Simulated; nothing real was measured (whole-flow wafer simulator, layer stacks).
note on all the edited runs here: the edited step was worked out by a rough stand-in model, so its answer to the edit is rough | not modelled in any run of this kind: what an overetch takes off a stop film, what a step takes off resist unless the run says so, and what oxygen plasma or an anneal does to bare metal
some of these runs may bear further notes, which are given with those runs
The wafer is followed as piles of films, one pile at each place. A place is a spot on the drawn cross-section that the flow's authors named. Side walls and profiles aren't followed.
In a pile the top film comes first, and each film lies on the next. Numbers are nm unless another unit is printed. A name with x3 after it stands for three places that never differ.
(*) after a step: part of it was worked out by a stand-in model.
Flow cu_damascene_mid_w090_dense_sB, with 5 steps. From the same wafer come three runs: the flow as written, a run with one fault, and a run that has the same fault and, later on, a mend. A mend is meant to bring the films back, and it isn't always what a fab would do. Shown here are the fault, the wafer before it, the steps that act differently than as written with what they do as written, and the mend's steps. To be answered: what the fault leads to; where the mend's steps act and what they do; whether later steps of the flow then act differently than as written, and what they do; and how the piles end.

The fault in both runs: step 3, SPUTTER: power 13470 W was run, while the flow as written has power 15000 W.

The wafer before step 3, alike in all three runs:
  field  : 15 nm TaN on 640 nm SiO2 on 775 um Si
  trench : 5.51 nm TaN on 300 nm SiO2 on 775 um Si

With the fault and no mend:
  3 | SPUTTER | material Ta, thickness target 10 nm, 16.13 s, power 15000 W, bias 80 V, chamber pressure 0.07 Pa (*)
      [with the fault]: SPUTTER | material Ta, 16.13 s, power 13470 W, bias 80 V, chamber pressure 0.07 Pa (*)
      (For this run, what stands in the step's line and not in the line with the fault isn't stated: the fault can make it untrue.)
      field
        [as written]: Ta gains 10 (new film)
        [with the fault]: Ta gains 8.98 (new film)
  Later steps of the flow that are run all act as written at every place that is followed, up to a difference of at most 2% or 0.5 nm, whichever is larger.
  The piles end different from the flow's at field by more than 2% or 0.5 nm, whichever is larger.
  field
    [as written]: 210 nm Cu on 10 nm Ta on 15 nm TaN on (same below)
    [with the fault]: 210 nm Cu on 8.98 nm Ta on 15 nm TaN on (same below)

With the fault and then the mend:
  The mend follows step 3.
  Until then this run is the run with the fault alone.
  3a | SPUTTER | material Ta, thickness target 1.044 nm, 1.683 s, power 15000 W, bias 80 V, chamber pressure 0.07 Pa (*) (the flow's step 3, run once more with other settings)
      field
        Ta gains 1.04
      trench
        Ta gains 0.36
  Later steps of the flow that are run all act as written at every place that is followed, up to a difference of at most 2% or 0.5 nm, whichever is larger.
  At the end the piles are close to the flow's at the places that both follow, differing by at most 2% or 0.5 nm, whichever is larger.
